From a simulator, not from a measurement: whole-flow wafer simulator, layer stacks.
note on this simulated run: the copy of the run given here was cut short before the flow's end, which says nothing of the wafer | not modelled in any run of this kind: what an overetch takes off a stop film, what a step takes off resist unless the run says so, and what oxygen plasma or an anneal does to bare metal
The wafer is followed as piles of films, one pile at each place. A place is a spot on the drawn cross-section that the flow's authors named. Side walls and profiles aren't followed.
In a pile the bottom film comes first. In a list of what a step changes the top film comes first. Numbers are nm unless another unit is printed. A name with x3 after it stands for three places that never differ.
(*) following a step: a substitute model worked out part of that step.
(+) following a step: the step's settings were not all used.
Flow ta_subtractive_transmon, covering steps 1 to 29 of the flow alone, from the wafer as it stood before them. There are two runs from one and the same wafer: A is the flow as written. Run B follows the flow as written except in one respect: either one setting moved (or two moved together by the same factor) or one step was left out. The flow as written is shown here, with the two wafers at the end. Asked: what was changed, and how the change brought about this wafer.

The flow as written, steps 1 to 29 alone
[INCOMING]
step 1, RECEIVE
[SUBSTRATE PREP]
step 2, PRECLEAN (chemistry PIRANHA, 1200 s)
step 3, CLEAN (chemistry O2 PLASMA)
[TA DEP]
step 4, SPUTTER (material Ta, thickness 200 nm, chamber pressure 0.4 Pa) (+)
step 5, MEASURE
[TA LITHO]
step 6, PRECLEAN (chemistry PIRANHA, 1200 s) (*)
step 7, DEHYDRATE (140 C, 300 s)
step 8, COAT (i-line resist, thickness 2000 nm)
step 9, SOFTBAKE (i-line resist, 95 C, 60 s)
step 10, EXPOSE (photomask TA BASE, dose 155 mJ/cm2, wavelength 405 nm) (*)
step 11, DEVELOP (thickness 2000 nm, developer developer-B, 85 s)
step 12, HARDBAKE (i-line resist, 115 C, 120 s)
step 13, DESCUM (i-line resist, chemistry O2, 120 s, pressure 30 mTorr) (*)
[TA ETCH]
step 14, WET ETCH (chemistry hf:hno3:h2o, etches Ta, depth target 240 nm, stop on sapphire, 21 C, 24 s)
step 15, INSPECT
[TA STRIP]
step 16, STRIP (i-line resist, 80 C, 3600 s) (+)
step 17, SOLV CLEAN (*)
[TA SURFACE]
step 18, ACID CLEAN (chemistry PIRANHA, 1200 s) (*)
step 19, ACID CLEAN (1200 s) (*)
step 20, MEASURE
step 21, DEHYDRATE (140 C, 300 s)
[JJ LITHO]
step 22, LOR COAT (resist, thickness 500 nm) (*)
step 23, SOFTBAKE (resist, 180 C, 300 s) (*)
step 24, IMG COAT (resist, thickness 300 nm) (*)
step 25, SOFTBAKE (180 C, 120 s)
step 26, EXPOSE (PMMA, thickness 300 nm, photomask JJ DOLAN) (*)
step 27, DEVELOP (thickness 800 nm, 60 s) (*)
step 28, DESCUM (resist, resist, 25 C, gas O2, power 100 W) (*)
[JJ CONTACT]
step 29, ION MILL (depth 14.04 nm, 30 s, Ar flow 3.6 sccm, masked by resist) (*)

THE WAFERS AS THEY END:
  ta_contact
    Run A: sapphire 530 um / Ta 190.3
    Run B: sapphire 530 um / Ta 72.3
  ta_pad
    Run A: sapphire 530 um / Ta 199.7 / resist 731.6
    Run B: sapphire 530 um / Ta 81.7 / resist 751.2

Cause: step 4, SPUTTER: thickness 82 nm was run, while the flow as written has thickness 200 nm.

The path from the change to this, step by step:
  step 4, SPUTTER (material Ta, thickness 200 nm, chamber pressure 0.4 Pa) (+)
      field x2, jj_line, lead, ta_contact, ta_pad: A Ta gains 200 (new film) | B Ta gains 82 (new film)
  step 14, WET ETCH (chemistry hf:hno3:h2o, etches Ta, depth target 240 nm, stop on sapphire, 21 C, 24 s)
      field x2, jj_line, lead: A Ta loses 200 (all of it) | B Ta loses 82 (all of it)
  step 22, LOR COAT (resist, thickness 500 nm) (*)
      lead: A resist gains 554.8 (new film) | B resist gains 523.4 (new film)
      ta_contact: A resist gains 443.8 (new film) | B resist gains 475.7 (new film)
  step 24, IMG COAT (resist, thickness 300 nm) (*)
      lead: A resist gains 312.6 | B resist gains 305.1
      ta_contact: A resist gains 287.4 | B resist gains 295
      (as well as at 1 more place)
  step 27, DEVELOP (thickness 800 nm, 60 s) (*)
      lead: A resist loses 867.4 (all of it) | B resist loses 828.5 (all of it)
      ta_contact: A resist loses 731.2 (all of it) | B resist loses 770.8 (all of it)
